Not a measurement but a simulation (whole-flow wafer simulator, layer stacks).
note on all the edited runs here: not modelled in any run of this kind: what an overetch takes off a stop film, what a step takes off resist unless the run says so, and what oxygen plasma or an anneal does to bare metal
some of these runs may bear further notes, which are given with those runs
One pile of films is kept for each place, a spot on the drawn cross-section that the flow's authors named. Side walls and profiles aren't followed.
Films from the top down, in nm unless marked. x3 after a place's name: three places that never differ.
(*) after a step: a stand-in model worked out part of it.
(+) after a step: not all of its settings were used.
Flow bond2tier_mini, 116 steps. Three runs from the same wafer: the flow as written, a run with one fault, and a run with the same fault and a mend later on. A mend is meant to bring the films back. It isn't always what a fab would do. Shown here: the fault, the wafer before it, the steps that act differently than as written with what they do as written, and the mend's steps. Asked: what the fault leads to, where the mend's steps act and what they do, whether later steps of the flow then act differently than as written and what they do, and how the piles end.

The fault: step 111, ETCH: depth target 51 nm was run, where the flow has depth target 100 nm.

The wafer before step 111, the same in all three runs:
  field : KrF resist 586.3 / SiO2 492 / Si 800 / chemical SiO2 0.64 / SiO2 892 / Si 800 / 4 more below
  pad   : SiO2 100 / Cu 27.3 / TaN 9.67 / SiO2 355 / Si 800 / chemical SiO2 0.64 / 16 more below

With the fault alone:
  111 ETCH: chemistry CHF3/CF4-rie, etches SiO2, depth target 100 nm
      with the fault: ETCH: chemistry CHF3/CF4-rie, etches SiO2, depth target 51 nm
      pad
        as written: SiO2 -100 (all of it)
        with the fault: SiO2 -51
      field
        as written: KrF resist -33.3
        with the fault: KrF resist -17
  Later steps of the flow that act differently than as written (1 more step differs only slightly, by at most 2% or 0.5 nm, whichever is larger, and isn't shown):
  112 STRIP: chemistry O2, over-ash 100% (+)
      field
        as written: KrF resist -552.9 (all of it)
        with the fault: KrF resist -569.3 (all of it)
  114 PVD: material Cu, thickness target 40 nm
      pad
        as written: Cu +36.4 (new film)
        with the fault: Cu +38.1 (new film)
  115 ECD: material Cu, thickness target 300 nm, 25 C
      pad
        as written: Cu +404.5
        with the fault: Cu +353.3
  At the end the piles differ from the flow's by more than 2% or 0.5 nm, whichever is larger, at pad.
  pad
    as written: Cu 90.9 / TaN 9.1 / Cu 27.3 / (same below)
    with the fault: Cu 41.5 / TaN 9.54 / SiO2 49 / Cu 27.3 / (same below)

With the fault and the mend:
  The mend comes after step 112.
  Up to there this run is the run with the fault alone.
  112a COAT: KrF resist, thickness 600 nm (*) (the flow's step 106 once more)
      field
        KrF resist +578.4 (new film)
      pad
        KrF resist +622.6 (new film)
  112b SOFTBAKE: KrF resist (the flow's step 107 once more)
      changes no film at any place that is followed
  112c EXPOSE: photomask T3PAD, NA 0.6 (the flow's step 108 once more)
      changes no film at any place that is followed
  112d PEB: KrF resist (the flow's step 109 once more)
      changes no film at any place that is followed
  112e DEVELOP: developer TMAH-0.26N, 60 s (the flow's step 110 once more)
      field
        KrF resist -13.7
      pad
        KrF resist -622.6 (all of it)
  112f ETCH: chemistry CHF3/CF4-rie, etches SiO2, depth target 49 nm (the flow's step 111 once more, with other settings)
      field
        KrF resist -16.3
      pad
        SiO2 -49 (all of it)
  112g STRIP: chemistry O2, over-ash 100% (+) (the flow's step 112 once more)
      field
        KrF resist -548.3 (all of it)
  No later step of the flow acts differently than as written at any place that is followed.
  At the end the piles are the same as the flow's at every place that both follow.
